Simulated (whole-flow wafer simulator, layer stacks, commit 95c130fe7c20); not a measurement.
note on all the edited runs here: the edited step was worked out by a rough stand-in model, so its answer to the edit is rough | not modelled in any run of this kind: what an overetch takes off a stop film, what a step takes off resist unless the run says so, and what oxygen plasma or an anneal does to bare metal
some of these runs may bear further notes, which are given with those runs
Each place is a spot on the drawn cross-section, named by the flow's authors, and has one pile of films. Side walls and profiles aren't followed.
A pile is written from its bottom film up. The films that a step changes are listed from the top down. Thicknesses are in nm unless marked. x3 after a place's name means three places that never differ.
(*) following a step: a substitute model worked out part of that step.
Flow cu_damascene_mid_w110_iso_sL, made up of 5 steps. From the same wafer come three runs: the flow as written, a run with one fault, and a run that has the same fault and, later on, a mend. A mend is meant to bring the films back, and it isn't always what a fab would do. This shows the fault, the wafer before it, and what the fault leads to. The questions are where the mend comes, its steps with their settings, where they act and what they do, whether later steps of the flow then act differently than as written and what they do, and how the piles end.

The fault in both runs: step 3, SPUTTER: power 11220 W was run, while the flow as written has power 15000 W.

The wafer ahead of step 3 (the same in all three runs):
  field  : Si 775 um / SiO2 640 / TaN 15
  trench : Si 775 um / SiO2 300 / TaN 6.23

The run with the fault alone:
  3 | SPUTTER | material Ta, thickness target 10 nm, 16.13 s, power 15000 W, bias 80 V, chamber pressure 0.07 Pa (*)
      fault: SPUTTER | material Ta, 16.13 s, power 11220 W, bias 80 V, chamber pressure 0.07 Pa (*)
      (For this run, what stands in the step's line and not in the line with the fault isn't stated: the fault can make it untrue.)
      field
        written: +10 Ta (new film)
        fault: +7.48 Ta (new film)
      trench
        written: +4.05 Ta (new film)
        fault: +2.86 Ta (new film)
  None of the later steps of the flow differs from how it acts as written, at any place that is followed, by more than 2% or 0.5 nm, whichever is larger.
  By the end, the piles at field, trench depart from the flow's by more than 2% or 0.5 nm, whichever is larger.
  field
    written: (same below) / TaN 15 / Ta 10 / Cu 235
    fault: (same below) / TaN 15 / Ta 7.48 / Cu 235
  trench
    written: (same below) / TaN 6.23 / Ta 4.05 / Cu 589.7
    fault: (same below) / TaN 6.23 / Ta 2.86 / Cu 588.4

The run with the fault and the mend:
  After step 3 comes the mend.
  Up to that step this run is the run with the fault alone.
  3a | SPUTTER | material Ta, 4.156 s, power 15000 W, bias 80 V, chamber pressure 0.07 Pa (*) (a further turn of the flow's step 3, with different settings)
      field
        +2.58 Ta
      trench
        +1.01 Ta
  None of the later steps of the flow differs from how it acts as written, at any place that is followed, by more than 2% or 0.5 nm, whichever is larger.
  The piles end only slightly different from the flow's at the places that both follow, by no more than 2% or 0.5 nm, whichever is larger.
